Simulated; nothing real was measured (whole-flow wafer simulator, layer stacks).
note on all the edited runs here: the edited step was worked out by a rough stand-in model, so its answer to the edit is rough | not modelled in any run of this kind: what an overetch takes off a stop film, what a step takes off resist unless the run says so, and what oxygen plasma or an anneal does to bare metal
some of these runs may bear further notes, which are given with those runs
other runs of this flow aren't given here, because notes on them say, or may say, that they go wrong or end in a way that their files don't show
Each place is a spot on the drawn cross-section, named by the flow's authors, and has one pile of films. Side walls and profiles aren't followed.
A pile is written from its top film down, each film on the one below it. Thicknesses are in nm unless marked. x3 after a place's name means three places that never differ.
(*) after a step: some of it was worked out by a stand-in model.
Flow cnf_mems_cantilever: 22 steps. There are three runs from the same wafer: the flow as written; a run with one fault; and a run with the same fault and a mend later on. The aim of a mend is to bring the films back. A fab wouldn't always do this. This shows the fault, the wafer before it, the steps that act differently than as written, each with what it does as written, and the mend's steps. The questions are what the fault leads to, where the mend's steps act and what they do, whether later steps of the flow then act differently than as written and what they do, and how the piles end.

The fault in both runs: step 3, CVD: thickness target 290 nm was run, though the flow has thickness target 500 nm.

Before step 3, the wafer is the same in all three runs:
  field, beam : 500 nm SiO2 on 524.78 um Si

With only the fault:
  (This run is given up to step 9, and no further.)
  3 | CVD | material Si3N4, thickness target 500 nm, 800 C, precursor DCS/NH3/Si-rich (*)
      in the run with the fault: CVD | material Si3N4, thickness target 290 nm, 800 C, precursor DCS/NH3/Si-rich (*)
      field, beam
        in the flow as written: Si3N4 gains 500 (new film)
        in the run with the fault: Si3N4 gains 290 (new film)
  None of the later steps of the flow up to step 9 acts differently than as written at any place that is followed.
  Once step 9 is done, the piles at field, beam depart from the flow's by more than 2% or 0.5 nm, whichever is larger.
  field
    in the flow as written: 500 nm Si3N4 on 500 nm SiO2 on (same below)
    in the run with the fault: 290 nm Si3N4 on 500 nm SiO2 on (same below)
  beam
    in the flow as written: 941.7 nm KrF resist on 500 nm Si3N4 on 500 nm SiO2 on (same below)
    in the run with the fault: 941.7 nm KrF resist on 290 nm Si3N4 on 500 nm SiO2 on (same below)

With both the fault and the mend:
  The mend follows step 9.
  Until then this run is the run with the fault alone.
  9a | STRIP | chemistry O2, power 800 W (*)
      beam
        KrF resist loses 941.7 (all of it)
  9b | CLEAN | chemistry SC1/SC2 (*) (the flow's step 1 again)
      does not change any film at any place that is followed
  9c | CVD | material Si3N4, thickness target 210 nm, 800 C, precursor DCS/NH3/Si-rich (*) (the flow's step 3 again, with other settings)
      field, beam
        Si3N4 gains 210
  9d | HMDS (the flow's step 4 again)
      does not change any film at any place that is followed
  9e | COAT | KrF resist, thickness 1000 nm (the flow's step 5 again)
      field, beam
        KrF resist gains 1000 (new film)
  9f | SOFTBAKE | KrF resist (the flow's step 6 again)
      does not change any film at any place that is followed
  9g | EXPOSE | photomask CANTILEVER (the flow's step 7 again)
      does not change any film at any place that is followed
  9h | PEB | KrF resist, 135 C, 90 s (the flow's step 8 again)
      field, beam
        KrF resist loses 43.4
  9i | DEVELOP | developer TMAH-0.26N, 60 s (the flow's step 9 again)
      field
        KrF resist loses 956.6 (all of it)
      beam
        KrF resist loses 14.9
  None of the later steps of the flow acts differently than as written at any place that is followed.
  The piles end the same as the flow's at every place that both follow.
